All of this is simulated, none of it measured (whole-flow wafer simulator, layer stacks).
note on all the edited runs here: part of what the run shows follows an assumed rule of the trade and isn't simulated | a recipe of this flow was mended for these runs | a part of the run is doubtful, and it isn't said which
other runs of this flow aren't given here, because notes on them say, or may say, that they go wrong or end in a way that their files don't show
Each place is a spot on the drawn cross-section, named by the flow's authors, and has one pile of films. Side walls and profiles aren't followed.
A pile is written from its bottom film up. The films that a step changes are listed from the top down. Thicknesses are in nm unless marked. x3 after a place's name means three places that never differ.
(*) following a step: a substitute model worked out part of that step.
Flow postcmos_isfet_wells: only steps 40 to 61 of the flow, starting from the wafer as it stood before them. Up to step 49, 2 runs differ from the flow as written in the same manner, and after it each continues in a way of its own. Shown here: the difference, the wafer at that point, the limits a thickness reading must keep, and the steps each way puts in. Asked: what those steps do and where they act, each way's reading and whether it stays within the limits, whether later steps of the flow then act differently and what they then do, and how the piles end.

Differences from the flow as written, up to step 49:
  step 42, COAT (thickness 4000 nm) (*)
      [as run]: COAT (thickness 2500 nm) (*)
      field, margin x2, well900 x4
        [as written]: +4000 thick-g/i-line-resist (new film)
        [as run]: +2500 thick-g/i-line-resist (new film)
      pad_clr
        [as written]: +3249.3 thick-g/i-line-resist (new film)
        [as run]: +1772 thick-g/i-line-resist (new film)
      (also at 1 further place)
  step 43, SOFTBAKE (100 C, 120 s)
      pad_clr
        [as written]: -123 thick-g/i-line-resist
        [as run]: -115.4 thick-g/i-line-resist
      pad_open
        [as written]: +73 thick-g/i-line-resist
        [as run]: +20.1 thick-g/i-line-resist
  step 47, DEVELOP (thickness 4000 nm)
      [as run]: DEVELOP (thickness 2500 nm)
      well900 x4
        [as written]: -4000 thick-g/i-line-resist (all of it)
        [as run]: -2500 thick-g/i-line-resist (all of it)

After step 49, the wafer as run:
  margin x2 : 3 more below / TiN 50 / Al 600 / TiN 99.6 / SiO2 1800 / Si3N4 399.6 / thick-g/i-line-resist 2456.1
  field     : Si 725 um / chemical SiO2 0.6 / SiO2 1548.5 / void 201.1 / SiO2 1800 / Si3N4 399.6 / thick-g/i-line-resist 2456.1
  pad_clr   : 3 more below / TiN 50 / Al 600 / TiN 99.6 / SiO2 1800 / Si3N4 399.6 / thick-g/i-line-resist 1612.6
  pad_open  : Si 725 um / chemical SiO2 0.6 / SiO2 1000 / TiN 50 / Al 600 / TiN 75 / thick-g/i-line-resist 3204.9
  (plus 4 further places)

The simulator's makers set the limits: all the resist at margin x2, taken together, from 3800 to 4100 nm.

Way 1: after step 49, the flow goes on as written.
  The reading taken after step 49 is 2456.1 nm, which is outside the limits.
  Steps later in the flow that act otherwise than as written:
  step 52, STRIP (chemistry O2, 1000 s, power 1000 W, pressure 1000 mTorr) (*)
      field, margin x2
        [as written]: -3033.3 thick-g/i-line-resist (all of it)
        [this way]: -1533.3 thick-g/i-line-resist (all of it)
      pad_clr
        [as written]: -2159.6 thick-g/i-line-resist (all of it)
        [this way]: -689.8 thick-g/i-line-resist (all of it)
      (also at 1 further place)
  At every place that both follow, the piles at the end match the flow's.

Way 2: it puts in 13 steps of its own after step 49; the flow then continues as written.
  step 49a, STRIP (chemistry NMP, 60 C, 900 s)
      field, margin x2
        -2456.1 thick-g/i-line-resist (all of it)
      pad_clr
        -1612.6 thick-g/i-line-resist (all of it)
      pad_open
        -3204.9 thick-g/i-line-resist (all of it)
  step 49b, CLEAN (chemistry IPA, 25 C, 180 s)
      alters no film at any place that is followed
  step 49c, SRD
      alters no film at any place that is followed
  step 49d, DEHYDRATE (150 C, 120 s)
      alters no film at any place that is followed
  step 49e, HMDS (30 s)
      alters no film at any place that is followed
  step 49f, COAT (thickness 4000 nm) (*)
      field, margin x2, well900 x4
        +4000 thick-g/i-line-resist (new film)
      pad_clr
        +3249.3 thick-g/i-line-resist (new film)
      pad_open
        +4813.4 thick-g/i-line-resist (new film)
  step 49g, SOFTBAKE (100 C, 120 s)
      pad_clr
        -123 thick-g/i-line-resist
      pad_open
        +73 thick-g/i-line-resist
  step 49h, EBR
      alters no film at any place that is followed
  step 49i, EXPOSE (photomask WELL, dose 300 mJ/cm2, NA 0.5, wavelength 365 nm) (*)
      alters no film at any place that is followed
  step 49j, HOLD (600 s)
      alters no film at any place that is followed
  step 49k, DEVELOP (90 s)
      field, margin x2, pad_clr, pad_open
        -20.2 thick-g/i-line-resist
      well900 x4
        -4000 thick-g/i-line-resist (all of it)
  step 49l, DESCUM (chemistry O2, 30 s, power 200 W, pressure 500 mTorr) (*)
      field, margin x2, pad_clr, pad_open
        -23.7 thick-g/i-line-resist
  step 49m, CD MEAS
      alters no film at any place that is followed
  The reading taken after step 49m is 3956.1 nm, which is within the limits.
  Every later step of the flow that is run acts as written at every place that is followed.
  At every place that both follow, the piles at the end match the flow's.

The limits are kept by: way 2. They are not kept by: way 1.
